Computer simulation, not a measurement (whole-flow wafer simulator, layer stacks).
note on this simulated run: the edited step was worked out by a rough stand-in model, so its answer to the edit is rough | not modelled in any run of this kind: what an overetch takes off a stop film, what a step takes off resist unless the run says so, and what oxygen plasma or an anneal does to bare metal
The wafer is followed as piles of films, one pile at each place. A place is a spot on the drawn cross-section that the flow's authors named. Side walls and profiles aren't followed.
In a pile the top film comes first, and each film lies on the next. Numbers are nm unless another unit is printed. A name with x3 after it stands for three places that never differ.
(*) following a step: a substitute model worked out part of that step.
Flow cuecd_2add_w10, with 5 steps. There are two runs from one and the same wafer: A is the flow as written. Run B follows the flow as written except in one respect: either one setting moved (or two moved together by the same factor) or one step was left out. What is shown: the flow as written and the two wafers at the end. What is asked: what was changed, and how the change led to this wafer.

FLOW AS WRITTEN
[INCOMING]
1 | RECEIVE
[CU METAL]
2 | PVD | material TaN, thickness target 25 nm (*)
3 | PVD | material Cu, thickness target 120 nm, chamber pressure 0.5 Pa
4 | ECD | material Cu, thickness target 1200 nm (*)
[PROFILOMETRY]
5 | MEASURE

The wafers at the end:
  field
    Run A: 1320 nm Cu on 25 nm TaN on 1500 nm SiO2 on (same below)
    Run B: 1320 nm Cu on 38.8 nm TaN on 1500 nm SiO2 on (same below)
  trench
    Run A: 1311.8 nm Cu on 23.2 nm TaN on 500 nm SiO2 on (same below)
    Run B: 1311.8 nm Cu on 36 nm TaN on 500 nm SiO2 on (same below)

The reason: step 2, PVD: thickness target 38.8 nm was run, while the flow as written has thickness target 25 nm.
One can read it off the wafer: field has TaN 38.8, and step 2 as written asks for 25 nm.

The path from the change to this, step by step:
  2 | PVD | material TaN, thickness target 25 nm (*)
      field: A +25 TaN (new film) | B +38.8 TaN (new film)
      trench: A +23.2 TaN (new film) | B +36 TaN (new film)
